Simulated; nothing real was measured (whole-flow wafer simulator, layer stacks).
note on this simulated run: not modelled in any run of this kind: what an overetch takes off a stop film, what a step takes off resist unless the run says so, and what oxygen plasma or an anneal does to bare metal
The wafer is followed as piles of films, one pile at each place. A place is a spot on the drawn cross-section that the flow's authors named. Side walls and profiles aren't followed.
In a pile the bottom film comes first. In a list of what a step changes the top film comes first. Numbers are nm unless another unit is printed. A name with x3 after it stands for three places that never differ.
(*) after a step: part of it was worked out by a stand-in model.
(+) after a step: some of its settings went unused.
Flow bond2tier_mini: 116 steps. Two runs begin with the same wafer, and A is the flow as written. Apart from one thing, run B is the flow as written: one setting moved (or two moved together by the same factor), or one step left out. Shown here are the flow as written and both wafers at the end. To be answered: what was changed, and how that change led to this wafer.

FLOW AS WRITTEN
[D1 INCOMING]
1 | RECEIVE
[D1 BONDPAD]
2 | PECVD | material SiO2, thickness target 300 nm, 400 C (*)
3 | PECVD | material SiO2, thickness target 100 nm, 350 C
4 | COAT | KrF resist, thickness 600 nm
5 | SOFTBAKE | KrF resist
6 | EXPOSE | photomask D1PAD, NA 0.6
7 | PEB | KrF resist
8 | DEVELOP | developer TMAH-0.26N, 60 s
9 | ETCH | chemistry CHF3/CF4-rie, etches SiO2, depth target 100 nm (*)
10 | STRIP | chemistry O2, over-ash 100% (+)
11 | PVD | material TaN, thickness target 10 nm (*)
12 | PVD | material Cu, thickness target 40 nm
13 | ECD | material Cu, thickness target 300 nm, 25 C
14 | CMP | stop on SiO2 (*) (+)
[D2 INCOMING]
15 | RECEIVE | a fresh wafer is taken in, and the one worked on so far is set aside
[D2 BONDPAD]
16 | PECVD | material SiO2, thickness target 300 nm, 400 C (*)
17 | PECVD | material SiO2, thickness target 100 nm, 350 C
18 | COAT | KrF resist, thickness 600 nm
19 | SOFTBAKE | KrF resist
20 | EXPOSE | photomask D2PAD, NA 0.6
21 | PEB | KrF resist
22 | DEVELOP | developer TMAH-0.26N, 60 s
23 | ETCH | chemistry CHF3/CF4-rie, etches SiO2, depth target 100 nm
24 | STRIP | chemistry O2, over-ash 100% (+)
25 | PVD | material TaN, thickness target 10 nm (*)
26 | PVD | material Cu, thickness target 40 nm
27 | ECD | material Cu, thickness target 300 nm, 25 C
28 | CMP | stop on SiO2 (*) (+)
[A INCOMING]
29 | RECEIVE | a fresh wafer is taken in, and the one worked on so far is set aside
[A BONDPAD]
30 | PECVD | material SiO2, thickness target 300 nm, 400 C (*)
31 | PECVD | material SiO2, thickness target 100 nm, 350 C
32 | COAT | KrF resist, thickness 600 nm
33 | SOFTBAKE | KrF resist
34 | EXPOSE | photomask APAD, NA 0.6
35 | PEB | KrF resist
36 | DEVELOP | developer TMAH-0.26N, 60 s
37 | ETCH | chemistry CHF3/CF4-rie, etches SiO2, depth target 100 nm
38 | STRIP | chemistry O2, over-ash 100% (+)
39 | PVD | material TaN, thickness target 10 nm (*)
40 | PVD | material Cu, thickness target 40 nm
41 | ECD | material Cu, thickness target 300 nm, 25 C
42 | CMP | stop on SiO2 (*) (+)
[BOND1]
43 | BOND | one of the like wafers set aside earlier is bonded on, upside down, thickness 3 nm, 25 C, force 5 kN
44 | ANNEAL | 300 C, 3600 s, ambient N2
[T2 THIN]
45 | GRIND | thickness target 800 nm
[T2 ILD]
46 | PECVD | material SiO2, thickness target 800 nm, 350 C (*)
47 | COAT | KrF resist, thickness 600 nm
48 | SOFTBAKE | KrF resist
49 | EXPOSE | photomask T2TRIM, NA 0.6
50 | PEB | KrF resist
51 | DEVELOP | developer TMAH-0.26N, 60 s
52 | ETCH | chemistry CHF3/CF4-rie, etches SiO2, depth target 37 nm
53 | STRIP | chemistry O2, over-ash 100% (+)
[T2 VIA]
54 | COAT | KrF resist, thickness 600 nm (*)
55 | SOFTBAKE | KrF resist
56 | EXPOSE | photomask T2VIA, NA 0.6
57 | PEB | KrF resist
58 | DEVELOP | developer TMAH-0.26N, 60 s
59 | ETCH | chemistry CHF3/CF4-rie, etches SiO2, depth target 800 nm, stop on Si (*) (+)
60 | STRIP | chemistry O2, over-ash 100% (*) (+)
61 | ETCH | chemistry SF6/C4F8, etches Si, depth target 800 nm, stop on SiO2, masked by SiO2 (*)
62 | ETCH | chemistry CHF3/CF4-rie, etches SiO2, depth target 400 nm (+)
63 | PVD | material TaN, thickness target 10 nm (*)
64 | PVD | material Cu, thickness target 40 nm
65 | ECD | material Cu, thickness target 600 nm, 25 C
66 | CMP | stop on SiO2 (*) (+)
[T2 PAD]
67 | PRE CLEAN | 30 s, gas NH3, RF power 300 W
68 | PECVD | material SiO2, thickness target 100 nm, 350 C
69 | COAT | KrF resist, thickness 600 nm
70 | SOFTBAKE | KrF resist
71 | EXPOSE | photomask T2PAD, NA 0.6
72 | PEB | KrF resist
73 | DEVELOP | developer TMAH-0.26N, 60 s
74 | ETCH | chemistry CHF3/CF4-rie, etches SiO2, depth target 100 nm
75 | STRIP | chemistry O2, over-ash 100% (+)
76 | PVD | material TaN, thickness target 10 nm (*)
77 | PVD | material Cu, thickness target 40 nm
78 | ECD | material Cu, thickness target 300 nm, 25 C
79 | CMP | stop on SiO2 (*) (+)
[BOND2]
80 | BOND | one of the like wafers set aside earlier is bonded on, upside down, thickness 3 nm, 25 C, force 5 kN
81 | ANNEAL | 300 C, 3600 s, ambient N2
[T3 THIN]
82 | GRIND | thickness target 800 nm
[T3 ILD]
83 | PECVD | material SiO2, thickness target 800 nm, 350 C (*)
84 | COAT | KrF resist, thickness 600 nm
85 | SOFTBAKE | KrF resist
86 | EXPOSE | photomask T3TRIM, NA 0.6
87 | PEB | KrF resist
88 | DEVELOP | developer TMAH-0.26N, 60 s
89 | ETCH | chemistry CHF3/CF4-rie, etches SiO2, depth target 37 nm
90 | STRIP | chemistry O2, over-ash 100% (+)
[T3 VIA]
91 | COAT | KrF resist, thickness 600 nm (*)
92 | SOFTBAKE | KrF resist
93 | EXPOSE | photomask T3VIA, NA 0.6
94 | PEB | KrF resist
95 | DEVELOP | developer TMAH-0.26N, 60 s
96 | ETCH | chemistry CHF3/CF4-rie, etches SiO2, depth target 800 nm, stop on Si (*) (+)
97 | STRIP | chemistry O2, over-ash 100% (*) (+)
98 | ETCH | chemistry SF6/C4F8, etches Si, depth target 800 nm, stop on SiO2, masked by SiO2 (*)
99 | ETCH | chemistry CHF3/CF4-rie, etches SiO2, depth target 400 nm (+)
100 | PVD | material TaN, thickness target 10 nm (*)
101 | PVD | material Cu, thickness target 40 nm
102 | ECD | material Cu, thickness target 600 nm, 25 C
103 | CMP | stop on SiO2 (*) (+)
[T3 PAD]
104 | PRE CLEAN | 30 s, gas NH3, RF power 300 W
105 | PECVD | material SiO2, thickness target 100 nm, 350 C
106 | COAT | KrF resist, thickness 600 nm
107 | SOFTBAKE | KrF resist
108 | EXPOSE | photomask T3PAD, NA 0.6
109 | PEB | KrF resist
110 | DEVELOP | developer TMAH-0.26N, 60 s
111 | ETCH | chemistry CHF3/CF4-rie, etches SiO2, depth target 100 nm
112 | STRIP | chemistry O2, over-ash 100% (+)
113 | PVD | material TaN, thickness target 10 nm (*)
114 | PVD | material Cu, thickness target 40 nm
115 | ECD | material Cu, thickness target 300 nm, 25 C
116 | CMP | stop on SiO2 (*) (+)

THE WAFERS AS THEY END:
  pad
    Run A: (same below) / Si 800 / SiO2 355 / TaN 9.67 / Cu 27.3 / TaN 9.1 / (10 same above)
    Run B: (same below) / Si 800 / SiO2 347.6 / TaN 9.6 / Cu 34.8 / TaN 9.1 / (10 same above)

Cause: step 52, ETCH: depth target 44.4 nm was run, whereas the flow has depth target 37 nm.

The path from the change to this, step by step:
  52 | ETCH | chemistry CHF3/CF4-rie, etches SiO2, depth target 37 nm
      pad, via: A -37 SiO2 | B -44.4 SiO2
      field: A -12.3 KrF resist | B -14.8 KrF resist
